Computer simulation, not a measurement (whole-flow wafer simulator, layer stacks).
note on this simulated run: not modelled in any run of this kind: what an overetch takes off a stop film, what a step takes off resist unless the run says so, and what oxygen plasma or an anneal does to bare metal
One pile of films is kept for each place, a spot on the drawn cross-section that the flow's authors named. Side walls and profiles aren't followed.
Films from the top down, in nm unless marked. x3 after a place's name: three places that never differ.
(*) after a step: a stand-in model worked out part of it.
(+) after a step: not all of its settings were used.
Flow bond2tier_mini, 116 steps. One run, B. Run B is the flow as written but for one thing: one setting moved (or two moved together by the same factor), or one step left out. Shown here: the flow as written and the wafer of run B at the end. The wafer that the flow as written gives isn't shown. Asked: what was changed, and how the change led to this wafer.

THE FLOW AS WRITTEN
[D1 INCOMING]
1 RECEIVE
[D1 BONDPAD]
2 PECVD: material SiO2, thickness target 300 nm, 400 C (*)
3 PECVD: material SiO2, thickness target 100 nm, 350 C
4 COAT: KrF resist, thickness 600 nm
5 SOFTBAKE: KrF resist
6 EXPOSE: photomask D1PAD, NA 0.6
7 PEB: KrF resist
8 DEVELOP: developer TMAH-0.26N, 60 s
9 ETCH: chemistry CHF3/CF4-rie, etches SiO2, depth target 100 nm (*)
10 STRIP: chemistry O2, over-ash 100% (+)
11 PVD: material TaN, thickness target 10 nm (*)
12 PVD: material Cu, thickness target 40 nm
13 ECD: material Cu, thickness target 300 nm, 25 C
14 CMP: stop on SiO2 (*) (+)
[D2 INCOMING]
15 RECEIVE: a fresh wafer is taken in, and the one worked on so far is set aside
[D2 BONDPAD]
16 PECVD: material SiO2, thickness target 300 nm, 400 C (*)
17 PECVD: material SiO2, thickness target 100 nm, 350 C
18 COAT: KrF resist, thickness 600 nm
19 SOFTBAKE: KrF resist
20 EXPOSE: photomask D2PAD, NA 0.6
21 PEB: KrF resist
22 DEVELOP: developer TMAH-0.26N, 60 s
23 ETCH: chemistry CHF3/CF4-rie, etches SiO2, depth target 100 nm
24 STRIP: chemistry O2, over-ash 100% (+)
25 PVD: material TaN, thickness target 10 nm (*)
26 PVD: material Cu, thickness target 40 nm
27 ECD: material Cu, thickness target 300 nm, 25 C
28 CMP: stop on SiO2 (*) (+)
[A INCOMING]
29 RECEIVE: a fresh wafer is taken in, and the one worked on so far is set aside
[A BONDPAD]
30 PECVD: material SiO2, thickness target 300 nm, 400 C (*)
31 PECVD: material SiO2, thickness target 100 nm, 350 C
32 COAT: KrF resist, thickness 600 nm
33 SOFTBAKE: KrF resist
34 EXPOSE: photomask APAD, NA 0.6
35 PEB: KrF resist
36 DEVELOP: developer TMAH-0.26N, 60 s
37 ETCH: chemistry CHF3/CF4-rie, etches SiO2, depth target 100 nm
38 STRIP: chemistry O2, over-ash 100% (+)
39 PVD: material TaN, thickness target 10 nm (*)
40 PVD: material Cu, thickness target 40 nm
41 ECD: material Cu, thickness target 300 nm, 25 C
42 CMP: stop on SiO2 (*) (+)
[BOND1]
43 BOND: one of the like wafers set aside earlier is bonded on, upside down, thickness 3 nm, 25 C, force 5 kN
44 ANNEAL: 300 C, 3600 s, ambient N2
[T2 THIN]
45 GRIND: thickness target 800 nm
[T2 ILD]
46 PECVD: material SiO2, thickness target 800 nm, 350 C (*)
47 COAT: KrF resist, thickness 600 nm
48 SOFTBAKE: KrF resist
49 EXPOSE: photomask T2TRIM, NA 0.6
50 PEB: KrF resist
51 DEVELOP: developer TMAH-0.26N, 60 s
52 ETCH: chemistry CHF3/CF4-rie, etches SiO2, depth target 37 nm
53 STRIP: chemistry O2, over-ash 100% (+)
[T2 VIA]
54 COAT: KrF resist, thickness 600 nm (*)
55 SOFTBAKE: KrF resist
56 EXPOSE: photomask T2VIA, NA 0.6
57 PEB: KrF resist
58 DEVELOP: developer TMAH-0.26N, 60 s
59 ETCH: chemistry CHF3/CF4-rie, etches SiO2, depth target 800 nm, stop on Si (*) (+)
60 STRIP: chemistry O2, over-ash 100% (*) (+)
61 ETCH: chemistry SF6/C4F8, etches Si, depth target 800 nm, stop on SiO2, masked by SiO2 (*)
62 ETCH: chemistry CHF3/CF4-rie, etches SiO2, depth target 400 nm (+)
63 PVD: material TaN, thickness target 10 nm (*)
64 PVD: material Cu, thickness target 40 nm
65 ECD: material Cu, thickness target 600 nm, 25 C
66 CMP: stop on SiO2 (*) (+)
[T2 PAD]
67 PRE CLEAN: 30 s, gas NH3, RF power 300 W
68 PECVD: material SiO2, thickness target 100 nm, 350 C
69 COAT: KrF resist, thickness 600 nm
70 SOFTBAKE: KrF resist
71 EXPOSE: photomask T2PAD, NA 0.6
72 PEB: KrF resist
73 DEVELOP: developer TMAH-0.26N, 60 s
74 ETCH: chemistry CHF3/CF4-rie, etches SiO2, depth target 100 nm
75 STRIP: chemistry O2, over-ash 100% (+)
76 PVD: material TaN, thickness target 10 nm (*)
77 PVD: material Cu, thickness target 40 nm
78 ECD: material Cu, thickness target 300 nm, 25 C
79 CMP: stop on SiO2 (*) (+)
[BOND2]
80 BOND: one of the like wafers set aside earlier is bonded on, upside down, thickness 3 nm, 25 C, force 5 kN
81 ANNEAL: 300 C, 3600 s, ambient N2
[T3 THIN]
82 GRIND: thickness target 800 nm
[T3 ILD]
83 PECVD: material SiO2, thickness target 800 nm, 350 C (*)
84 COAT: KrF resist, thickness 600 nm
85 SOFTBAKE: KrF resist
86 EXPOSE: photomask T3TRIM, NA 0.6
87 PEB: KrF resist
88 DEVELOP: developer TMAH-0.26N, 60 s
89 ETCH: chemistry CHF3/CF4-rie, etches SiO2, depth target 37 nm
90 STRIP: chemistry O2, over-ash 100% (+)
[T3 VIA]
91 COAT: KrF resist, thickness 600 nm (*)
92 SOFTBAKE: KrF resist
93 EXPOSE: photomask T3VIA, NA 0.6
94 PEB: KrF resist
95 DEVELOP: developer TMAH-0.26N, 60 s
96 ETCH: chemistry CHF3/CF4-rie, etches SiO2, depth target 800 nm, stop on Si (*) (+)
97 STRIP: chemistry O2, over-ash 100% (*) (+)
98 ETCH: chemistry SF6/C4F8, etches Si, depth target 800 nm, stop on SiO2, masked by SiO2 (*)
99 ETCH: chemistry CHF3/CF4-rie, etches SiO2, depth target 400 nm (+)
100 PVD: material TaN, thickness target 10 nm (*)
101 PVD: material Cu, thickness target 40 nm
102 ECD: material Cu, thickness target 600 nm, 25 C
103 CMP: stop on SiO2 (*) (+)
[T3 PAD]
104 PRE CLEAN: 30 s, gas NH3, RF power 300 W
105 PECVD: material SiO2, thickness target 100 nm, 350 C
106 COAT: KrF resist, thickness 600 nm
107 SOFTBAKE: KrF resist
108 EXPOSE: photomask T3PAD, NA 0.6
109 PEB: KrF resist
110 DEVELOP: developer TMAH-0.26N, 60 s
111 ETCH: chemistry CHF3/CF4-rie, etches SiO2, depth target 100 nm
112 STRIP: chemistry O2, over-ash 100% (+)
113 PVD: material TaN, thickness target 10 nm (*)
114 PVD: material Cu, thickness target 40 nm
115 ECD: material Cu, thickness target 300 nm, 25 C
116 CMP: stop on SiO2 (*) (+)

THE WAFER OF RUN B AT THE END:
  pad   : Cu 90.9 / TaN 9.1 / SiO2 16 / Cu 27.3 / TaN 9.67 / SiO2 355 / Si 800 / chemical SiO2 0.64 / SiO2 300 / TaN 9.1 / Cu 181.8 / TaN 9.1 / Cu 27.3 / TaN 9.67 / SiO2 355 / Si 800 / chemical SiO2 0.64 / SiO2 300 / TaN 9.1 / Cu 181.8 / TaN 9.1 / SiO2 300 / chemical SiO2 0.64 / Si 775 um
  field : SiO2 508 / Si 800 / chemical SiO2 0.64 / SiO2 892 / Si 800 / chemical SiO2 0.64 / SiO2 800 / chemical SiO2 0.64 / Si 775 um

The cause: step 105, PECVD: thickness target 116 nm was run, where the flow has thickness target 100 nm.

How the change led to this, step by step:
  105 PECVD: material SiO2, thickness target 100 nm, 350 C
      field: SiO2 +116 (as written it would be: SiO2 +100)
      pad: SiO2 +116 (new film) (as written it would be: SiO2 +100 (new film))
  111 ETCH: chemistry CHF3/CF4-rie, etches SiO2, depth target 100 nm
      pad: SiO2 -100 (as written it would be: SiO2 -100 (all of it))
Counting metal films that touch as one body, pad has 4 bodies (between them, from the top down: SiO2 16; SiO2 355 / Si 800 / chemical SiO2 0.64 / SiO2 300; SiO2 355 / Si 800 / chemical SiO2 0.64 / SiO2 300); the flow as written gives 3 bodies (between them, from the top down: SiO2 355 / Si 800 / chemical SiO2 0.64 / SiO2 300; SiO2 355 / Si 800 / chemical SiO2 0.64 / SiO2 300).
